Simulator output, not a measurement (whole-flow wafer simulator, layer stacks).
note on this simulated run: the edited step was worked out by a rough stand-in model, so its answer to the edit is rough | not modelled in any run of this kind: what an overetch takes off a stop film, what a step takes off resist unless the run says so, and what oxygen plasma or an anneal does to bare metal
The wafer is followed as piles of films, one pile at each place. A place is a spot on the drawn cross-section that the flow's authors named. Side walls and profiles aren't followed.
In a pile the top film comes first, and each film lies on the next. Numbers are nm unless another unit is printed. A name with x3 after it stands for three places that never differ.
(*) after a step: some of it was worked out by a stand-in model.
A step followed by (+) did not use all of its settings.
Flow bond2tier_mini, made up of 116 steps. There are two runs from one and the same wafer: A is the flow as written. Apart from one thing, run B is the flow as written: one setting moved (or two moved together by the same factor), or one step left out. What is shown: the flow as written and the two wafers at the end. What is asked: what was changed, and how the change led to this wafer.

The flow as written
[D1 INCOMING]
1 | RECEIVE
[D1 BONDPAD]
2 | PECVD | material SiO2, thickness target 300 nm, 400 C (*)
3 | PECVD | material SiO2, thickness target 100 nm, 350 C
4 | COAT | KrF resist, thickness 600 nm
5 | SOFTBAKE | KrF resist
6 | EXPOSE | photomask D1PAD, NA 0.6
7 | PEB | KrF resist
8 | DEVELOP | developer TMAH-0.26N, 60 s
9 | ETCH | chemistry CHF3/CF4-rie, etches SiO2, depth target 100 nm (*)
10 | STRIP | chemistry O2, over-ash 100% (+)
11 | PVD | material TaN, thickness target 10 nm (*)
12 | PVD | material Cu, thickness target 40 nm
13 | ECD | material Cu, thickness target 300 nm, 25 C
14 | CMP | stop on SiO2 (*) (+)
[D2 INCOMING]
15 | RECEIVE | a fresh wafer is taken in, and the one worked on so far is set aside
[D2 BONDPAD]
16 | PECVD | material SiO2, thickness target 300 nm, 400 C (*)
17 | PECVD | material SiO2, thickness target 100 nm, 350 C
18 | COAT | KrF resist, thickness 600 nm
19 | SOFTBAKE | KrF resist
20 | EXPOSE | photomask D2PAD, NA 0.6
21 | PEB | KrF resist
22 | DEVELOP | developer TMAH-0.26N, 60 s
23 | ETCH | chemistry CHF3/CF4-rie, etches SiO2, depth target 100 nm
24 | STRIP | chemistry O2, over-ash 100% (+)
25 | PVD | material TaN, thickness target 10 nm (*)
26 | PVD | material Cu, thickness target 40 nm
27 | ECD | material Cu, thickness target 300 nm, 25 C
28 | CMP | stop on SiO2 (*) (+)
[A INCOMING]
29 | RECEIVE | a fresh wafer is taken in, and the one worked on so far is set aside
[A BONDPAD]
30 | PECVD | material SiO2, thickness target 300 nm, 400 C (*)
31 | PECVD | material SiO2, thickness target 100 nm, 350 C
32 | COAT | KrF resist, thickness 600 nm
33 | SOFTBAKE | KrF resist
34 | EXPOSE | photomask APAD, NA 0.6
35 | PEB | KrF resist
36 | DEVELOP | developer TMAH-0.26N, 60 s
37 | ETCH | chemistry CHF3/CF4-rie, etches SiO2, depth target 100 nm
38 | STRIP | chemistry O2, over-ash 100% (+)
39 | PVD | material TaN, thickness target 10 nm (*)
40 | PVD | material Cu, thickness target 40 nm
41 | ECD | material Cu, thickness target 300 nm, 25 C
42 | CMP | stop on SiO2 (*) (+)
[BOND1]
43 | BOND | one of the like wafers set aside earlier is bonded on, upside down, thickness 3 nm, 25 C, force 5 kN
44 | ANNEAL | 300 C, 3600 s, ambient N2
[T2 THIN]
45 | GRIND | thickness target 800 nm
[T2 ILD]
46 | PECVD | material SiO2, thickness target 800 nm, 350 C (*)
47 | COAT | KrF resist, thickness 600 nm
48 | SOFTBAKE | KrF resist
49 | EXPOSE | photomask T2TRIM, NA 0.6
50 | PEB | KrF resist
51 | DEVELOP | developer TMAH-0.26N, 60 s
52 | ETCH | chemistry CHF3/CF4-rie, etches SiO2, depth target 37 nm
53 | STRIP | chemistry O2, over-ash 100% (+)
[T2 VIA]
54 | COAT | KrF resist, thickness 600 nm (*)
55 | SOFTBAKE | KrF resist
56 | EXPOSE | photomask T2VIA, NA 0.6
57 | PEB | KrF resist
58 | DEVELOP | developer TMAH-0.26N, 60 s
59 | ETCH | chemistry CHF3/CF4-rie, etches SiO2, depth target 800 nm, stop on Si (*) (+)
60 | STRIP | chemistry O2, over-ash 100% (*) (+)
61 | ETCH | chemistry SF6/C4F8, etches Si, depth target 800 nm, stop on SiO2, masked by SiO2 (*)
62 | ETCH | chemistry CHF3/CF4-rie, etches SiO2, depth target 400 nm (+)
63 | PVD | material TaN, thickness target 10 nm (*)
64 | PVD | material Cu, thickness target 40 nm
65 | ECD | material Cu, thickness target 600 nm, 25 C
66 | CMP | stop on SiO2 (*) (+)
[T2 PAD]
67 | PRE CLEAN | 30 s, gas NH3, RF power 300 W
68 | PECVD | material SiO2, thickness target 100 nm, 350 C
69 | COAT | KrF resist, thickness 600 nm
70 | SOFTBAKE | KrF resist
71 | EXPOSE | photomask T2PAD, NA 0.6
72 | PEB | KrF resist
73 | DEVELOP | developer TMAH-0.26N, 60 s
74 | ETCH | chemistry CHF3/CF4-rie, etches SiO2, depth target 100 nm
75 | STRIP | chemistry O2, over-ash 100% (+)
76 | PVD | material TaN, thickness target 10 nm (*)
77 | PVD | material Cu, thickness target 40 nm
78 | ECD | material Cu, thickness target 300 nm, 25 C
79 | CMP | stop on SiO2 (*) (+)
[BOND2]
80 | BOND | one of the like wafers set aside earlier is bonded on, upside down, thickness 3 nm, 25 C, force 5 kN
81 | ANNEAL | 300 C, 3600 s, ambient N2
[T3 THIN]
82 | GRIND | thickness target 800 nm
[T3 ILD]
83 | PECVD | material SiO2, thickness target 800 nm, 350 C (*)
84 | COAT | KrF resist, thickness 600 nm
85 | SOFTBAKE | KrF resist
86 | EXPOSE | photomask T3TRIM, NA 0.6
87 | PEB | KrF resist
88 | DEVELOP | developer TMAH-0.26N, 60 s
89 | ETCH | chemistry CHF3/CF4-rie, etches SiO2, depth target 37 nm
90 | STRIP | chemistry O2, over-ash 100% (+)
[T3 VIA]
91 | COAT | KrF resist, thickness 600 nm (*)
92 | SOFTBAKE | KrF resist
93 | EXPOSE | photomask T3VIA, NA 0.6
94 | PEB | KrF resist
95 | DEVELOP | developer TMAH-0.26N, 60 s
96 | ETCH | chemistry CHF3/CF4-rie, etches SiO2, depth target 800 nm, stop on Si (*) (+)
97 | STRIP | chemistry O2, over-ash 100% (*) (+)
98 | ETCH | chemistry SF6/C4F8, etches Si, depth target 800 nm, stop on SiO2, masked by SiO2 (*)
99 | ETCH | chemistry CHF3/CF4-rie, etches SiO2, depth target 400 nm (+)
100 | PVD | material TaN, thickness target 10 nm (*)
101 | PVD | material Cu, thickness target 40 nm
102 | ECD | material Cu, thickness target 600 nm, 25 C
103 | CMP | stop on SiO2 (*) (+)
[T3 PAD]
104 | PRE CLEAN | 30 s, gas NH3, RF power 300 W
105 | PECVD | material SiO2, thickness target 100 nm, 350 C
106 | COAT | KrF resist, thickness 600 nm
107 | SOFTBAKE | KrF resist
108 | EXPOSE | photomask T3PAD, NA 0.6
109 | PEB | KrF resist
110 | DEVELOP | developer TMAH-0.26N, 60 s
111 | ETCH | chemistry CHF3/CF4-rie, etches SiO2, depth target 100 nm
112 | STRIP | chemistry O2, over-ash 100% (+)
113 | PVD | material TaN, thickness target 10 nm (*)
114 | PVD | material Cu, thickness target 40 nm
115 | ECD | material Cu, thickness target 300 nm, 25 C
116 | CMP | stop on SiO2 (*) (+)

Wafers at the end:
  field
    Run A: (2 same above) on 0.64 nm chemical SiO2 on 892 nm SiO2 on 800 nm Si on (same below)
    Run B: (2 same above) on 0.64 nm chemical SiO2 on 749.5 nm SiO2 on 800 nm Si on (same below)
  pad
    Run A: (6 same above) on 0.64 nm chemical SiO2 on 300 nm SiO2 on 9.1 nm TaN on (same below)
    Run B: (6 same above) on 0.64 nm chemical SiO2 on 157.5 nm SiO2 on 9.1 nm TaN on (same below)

What caused this: step 16, PECVD: thickness target 157.5 nm was run, while the flow as written has thickness target 300 nm.
The wafer lets one read it off: pad has SiO2 157.5, and step 16 as written asks for 300 nm.

How this came from the change, step by step:
  16 | PECVD | material SiO2, thickness target 300 nm, 400 C (*)
      field, pad, via: A +300 SiO2 (new film) | B +157.5 SiO2 (new film)
  80 | BOND | one of the like wafers set aside earlier is bonded on, upside down, thickness 3 nm, 25 C, force 5 kN
      field: A +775 um Si (new film), +0.64 chemical SiO2 (new film), +400 SiO2 | B +775 um Si (new film), +0.64 chemical SiO2 (new film), +257.5 SiO2
      pad: A +775 um Si (new film), +0.64 chemical SiO2 (new film), +300 SiO2 (new film), +9.1 TaN (new film), +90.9 Cu | B +775 um Si (new film), +0.64 chemical SiO2 (new film), +157.5 SiO2 (new film), +9.1 TaN (new film), +90.9 Cu
